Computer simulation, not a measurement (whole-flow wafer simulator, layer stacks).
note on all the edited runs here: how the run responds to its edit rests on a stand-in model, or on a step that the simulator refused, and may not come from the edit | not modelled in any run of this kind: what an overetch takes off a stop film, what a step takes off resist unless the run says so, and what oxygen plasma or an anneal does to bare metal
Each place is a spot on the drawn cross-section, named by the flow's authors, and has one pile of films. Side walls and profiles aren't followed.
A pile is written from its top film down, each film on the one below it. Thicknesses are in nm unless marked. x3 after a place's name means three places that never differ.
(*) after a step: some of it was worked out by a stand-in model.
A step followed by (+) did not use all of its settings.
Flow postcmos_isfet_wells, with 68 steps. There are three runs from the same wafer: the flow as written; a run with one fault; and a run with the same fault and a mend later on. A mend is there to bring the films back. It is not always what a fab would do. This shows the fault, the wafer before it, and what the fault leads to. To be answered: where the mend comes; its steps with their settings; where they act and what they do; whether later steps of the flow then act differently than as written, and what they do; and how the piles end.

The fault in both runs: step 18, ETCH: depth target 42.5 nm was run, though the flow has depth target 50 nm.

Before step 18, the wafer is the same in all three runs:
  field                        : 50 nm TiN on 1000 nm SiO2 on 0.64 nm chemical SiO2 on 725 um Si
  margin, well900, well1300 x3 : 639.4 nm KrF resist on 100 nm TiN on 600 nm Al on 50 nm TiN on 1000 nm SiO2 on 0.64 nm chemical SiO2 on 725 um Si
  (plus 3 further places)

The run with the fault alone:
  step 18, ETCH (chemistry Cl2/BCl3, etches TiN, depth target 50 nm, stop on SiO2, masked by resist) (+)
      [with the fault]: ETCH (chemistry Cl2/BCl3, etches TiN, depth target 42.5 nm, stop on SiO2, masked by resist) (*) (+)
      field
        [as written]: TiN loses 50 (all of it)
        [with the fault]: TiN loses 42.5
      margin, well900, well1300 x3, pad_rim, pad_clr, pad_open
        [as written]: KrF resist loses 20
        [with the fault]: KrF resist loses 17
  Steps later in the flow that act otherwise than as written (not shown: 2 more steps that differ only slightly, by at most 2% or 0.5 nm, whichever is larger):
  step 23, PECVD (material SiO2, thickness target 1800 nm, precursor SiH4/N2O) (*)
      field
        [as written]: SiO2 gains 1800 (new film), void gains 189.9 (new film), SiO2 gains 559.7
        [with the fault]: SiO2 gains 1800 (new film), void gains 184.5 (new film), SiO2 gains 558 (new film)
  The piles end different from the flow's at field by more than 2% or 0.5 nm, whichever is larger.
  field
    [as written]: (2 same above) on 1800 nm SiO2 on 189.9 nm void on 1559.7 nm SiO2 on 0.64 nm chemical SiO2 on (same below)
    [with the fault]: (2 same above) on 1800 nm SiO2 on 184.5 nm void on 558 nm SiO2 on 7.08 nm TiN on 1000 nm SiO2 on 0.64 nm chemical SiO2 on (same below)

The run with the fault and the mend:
  The mend follows step 18.
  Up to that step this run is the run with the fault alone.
  step 18a, ETCH (chemistry Cl2/BCl3, etches TiN, depth target 7.5 nm, stop on SiO2, masked by resist) (a further turn of the flow's step 18, with different settings)
      margin, well900, well1300 x3, pad_rim, pad_clr, pad_open
        KrF resist loses 3
      field
        TiN loses 7.5 (all of it)
  None of the later steps of the flow acts differently than as written at any place that is followed.
  By the end, the piles equal the flow's at every place that both follow.
